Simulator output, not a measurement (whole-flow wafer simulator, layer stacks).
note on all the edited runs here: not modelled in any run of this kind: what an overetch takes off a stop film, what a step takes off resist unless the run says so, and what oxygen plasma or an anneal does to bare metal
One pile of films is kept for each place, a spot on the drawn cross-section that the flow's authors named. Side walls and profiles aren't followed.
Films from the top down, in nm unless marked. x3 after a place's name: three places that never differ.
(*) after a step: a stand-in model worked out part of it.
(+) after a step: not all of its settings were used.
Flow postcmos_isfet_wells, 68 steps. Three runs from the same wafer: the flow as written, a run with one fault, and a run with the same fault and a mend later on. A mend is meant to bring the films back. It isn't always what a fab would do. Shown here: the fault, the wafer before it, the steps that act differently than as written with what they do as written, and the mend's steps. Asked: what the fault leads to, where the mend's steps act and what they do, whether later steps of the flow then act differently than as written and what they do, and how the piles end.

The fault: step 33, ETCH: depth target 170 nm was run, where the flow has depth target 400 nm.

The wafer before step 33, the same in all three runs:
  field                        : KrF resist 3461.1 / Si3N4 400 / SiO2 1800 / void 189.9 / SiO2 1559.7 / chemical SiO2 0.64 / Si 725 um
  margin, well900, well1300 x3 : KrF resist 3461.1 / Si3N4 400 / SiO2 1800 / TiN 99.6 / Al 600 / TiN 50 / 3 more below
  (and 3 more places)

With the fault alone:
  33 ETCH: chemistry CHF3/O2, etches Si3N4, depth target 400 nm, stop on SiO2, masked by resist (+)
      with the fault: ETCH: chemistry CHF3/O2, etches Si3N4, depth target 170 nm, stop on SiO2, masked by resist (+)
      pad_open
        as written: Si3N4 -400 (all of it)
        with the fault: Si3N4 -170
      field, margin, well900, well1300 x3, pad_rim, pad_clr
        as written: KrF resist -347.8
        with the fault: KrF resist -147.8
  Later steps of the flow that act differently than as written (2 more steps differ only slightly, by at most 2% or 0.5 nm, whichever is larger, and aren't shown):
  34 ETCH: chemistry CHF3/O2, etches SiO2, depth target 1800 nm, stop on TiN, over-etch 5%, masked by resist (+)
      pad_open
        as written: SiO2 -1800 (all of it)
        with the fault: Si3N4 -230 (all of it), SiO2 -1558.5
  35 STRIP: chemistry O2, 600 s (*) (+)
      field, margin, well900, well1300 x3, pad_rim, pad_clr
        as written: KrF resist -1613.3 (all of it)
        with the fault: KrF resist -1813.3 (all of it)
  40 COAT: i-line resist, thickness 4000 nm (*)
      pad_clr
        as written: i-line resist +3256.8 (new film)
        with the fault: i-line resist +3332.4 (new film)
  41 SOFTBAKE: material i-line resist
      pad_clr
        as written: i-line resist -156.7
        with the fault: i-line resist -132.8
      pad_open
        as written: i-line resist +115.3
        with the fault: i-line resist +104.5
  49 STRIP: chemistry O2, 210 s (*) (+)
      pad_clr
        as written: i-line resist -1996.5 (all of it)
        with the fault: i-line resist -2096 (all of it)
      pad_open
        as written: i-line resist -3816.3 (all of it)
        with the fault: i-line resist -3718.8 (all of it)
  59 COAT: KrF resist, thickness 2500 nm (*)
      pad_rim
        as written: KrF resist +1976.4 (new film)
        with the fault: KrF resist +2031.4 (new film)
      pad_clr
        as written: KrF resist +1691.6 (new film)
        with the fault: KrF resist +1772.9 (new film)
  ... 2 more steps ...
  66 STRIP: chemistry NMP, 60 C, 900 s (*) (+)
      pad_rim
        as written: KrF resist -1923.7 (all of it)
        with the fault: KrF resist -1978.2 (all of it)
  At the end the piles differ from the flow's by more than 2% or 0.5 nm, whichever is larger, at pad_open.
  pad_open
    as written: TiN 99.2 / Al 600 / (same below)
    with the fault: SiO2 241.5 / TiN 99.6 / Al 600 / (same below)

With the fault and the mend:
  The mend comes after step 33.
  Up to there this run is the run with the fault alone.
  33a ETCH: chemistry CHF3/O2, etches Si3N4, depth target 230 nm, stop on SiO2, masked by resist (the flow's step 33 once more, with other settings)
      field, margin, well900, well1300 x3, pad_rim, pad_clr
        KrF resist -200
      pad_open
        Si3N4 -230 (all of it)
  No later step of the flow acts differently than as written at any place that is followed.
  At the end the piles are the same as the flow's at every place that both follow.
